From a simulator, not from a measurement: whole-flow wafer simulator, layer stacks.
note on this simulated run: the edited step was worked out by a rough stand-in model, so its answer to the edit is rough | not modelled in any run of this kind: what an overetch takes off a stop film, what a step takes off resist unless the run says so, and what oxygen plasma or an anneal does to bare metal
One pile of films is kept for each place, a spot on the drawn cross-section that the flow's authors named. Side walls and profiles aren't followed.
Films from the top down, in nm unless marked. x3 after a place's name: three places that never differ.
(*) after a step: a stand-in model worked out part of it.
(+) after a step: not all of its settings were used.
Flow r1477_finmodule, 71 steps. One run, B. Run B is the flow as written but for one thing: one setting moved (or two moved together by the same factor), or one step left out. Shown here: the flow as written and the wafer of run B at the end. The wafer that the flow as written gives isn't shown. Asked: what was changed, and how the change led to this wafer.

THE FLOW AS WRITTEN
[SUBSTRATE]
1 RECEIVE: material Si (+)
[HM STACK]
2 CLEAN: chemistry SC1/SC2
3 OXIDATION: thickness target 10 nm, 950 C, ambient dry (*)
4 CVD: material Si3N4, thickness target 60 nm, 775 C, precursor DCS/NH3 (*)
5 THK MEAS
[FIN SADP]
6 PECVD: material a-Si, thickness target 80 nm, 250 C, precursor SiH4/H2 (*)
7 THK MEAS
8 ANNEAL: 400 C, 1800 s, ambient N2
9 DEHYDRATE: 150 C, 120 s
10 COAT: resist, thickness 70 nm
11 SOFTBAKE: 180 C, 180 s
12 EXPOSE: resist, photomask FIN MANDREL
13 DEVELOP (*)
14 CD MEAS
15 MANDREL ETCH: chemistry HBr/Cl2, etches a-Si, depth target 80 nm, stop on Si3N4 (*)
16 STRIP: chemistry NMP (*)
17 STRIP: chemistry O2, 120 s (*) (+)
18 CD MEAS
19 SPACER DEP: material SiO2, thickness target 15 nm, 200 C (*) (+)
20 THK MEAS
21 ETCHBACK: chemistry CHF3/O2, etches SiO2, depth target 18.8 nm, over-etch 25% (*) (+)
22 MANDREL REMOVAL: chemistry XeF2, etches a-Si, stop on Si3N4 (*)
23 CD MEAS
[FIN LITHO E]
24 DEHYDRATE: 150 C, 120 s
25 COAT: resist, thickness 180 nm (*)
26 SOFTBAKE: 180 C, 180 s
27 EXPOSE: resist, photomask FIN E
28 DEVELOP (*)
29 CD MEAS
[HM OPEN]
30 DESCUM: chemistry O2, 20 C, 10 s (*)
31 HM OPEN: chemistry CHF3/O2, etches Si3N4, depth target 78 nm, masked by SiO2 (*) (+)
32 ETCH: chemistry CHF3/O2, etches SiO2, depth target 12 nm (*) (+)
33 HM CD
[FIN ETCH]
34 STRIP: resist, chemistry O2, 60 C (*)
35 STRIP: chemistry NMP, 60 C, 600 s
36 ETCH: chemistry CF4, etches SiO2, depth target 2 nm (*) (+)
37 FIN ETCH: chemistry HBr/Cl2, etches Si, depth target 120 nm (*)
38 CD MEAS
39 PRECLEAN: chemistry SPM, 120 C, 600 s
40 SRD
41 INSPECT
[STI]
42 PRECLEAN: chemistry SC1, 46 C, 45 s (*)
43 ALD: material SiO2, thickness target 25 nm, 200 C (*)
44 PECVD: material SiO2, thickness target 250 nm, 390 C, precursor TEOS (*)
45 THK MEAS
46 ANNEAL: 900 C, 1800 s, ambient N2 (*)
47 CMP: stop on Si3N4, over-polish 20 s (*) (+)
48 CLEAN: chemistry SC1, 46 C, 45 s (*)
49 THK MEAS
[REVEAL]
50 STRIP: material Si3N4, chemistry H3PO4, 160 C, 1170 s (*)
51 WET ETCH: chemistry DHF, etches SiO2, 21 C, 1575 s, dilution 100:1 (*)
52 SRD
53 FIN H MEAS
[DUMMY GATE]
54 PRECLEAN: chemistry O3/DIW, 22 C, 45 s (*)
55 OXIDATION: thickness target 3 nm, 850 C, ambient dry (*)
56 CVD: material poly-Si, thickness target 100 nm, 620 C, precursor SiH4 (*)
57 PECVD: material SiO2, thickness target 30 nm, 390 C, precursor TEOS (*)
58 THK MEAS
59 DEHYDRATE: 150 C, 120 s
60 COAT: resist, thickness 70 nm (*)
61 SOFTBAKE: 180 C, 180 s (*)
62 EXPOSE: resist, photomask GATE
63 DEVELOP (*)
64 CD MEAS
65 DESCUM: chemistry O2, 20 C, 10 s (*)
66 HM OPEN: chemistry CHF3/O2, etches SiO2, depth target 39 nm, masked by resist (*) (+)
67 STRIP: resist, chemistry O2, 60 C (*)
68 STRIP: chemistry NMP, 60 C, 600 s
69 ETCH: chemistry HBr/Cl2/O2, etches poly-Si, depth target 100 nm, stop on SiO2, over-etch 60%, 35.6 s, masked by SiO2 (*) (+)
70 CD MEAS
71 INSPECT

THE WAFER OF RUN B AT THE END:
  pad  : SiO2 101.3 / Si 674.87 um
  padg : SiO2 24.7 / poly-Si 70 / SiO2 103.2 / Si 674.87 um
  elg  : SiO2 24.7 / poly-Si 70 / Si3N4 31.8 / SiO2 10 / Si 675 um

The cause: step 56, CVD: thickness target 70 nm was run, where the flow has thickness target 100 nm.
It can be read off the wafer: padg has poly-Si 70, and step 56 as written asks for 100 nm.

How the change led to this, step by step:
  56 CVD: material poly-Si, thickness target 100 nm, 620 C, precursor SiH4 (*)
      pad, padg, elg and 26 more: poly-Si +70 (new film) (as written it would be: poly-Si +100 (new film))
      s40cg, s40co: poly-Si +83 (new film) (as written it would be: poly-Si +113.9 (new film))
      (and at 5 more places)
  67 STRIP: resist, chemistry O2, 60 C (*)
      s40cg: resist -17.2 (all of it) (as written it would be: resist -16.5 (all of it))
      s45cg: resist -17.9 (all of it) (as written it would be: resist -16.9 (all of it))
      (and at 1 more place)
  69 ETCH: chemistry HBr/Cl2/O2, etches poly-Si, depth target 100 nm, stop on SiO2, over-etch 60%, 35.6 s, masked by SiO2 (*) (+)
      pad, eso, e40so and 8 more: chemical SiO2 -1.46 (all of it), poly-Si -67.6 (all of it), SiO2 -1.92 (as written it would be: chemical SiO2 -1.46 (all of it), poly-Si -97.6 (all of it), SiO2 -0.42)
      elo, e40lo, e100lo, e200lo: chemical SiO2 -1.46 (all of it), poly-Si -67.6 (all of it), Si3N4 -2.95 (as written it would be: chemical SiO2 -1.46 (all of it), poly-Si -97.6 (all of it), Si3N4 -0.22)
      (and at 3 more places)
